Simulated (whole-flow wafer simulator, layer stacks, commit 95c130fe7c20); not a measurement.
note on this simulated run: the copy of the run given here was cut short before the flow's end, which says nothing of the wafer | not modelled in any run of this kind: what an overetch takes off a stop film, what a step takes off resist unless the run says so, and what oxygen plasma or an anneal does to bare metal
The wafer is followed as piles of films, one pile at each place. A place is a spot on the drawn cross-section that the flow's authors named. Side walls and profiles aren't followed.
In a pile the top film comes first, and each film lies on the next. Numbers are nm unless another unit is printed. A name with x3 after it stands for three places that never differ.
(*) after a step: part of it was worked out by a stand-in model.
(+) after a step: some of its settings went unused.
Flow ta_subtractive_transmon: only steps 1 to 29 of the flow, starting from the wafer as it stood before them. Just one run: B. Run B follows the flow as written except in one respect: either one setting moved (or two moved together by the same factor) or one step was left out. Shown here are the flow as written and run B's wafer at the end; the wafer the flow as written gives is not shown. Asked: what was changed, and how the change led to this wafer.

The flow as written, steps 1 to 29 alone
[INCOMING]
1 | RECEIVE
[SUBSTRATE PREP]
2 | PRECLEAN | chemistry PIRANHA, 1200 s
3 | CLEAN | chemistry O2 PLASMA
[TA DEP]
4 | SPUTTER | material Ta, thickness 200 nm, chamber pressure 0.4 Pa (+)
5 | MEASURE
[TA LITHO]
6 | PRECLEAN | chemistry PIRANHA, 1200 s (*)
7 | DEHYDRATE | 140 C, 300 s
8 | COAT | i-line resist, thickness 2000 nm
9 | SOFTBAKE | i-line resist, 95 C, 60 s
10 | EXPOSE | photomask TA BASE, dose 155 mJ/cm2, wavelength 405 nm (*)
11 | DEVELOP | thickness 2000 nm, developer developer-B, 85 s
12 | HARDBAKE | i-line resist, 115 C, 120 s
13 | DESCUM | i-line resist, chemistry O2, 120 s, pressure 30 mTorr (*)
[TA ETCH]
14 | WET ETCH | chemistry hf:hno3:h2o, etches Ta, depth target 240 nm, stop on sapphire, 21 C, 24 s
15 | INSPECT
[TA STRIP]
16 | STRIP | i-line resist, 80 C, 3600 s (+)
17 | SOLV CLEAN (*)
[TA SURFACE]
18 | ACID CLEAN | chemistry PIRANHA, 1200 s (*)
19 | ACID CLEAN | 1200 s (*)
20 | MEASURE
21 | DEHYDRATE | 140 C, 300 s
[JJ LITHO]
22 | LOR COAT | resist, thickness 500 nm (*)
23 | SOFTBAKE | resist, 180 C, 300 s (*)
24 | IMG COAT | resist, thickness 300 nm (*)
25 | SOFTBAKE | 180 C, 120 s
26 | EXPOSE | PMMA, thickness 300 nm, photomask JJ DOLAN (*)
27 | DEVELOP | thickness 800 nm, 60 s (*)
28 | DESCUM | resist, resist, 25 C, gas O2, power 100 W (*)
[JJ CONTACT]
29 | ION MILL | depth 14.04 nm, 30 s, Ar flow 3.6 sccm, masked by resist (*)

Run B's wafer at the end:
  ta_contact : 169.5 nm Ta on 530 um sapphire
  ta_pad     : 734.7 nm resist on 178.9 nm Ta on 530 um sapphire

Cause: step 4, SPUTTER: thickness 179.2 nm was run, while the flow as written has thickness 200 nm.

How this came from the change, step by step:
  4 | SPUTTER | material Ta, thickness 200 nm, chamber pressure 0.4 Pa (+)
      field x2, jj_line, lead, ta_contact, ta_pad: +179.2 Ta (new film) (as written it would have been: +200 Ta (new film))
  14 | WET ETCH | chemistry hf:hno3:h2o, etches Ta, depth target 240 nm, stop on sapphire, 21 C, 24 s
      field x2, jj_line, lead: -179.2 Ta (all of it) (as written it would have been: -200 Ta (all of it))
